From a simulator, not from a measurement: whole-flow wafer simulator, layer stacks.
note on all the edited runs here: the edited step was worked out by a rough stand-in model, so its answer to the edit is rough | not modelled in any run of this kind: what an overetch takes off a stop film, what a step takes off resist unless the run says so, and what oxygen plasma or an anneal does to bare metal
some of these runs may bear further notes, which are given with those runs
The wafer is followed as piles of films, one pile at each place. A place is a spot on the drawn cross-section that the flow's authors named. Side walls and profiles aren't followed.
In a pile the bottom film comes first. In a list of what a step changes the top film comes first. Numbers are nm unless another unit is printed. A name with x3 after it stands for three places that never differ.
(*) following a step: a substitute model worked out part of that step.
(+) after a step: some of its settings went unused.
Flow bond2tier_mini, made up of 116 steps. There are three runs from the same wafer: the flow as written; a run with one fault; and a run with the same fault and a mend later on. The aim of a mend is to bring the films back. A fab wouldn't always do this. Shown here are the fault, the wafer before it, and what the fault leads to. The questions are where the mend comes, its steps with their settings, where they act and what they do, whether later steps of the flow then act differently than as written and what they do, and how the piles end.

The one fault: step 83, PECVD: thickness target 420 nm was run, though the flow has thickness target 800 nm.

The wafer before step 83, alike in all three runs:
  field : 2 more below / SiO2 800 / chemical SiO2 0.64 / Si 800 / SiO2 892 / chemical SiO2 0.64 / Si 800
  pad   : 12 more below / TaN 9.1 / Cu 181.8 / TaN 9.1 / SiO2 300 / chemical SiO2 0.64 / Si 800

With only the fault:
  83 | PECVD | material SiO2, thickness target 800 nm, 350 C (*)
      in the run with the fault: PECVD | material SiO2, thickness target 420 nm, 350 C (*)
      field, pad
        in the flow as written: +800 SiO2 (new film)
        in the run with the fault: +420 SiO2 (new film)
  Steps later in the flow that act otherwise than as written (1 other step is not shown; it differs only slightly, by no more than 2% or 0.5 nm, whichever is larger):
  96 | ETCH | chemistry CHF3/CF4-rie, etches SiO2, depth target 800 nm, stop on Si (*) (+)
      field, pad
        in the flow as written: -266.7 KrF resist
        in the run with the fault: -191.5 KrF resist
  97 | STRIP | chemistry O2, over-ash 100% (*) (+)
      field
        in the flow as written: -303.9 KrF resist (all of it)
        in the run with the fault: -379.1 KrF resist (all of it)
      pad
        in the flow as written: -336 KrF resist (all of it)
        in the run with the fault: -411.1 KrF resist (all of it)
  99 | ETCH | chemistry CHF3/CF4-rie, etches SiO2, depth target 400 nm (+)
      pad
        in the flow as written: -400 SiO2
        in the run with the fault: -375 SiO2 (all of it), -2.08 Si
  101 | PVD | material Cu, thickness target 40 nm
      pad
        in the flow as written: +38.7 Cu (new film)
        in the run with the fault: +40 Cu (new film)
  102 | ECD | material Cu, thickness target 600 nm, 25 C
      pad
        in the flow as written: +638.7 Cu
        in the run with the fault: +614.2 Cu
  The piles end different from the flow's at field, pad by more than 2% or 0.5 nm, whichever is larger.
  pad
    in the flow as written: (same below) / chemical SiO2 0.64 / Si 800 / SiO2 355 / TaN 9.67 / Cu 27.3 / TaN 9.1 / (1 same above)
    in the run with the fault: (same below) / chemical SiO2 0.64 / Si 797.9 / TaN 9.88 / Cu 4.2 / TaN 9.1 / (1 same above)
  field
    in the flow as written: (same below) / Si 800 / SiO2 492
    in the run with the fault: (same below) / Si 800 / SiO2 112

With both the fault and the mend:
  The mend follows step 83.
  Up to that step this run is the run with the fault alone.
  83a | PECVD | material SiO2, thickness target 380 nm, 350 C (*) (a further turn of the flow's step 83, with different settings)
      field, pad
        +380 SiO2
  None of the later steps of the flow acts differently than as written at any place that is followed.
  At every place that both follow, the piles at the end match the flow's.
